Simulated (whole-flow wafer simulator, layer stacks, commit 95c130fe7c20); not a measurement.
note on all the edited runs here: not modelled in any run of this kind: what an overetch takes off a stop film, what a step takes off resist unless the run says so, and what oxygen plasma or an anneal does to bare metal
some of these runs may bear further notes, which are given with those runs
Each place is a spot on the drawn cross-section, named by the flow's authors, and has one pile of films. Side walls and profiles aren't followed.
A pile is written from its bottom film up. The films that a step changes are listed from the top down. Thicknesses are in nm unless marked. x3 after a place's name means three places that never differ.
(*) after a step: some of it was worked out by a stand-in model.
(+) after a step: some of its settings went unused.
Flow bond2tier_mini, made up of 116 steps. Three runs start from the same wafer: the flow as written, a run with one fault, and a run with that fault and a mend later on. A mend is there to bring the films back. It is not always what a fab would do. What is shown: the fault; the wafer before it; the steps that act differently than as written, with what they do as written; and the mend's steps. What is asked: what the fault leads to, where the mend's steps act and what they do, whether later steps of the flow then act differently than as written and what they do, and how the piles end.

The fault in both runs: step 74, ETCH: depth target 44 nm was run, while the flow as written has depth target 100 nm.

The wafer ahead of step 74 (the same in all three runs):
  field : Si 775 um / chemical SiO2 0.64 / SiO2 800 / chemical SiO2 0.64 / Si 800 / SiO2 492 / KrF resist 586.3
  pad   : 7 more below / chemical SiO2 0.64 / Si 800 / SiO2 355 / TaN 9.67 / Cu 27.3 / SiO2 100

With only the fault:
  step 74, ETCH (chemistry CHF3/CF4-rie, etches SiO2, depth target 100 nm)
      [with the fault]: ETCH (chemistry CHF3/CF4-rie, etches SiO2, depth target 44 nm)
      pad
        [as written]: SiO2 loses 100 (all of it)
        [with the fault]: SiO2 loses 44
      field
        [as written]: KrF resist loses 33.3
        [with the fault]: KrF resist loses 14.7
  Later steps of the flow acting differently than as written (1 other step is not shown; it differs only slightly, by no more than 2% or 0.5 nm, whichever is larger):
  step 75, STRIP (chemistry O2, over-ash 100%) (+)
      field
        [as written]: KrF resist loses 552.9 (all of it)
        [with the fault]: KrF resist loses 571.6 (all of it)
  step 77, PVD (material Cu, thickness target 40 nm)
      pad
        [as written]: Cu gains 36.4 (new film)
        [with the fault]: Cu gains 38.4 (new film)
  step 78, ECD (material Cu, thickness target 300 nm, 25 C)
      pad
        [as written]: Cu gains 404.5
        [with the fault]: Cu gains 346
  At pad, the piles at the end differ from the flow's by more than 2% or 0.5 nm, whichever is larger.
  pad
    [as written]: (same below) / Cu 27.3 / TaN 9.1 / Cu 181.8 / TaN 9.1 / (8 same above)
    [with the fault]: (same below) / Cu 27.3 / SiO2 56 / TaN 9.6 / Cu 125.3 / TaN 9.1 / (8 same above)

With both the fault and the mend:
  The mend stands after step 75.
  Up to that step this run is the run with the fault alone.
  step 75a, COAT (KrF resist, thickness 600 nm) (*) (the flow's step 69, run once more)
      field
        KrF resist gains 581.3 (new film)
      pad
        KrF resist gains 619.5 (new film)
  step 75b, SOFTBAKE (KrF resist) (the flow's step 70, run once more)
      alters no film at any place that is followed
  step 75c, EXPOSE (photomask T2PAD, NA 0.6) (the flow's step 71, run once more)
      alters no film at any place that is followed
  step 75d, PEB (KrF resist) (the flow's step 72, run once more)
      alters no film at any place that is followed
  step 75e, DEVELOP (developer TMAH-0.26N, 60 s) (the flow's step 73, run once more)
      field
        KrF resist loses 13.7
      pad
        KrF resist loses 619.5 (all of it)
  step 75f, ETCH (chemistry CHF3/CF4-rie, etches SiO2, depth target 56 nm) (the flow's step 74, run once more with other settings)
      field
        KrF resist loses 18.7
      pad
        SiO2 loses 56 (all of it)
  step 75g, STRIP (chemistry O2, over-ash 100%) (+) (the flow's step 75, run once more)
      field
        KrF resist loses 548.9 (all of it)
  Every later step of the flow that is run acts as written at every place that is followed.
  The piles end the same as the flow's at every place that both follow.
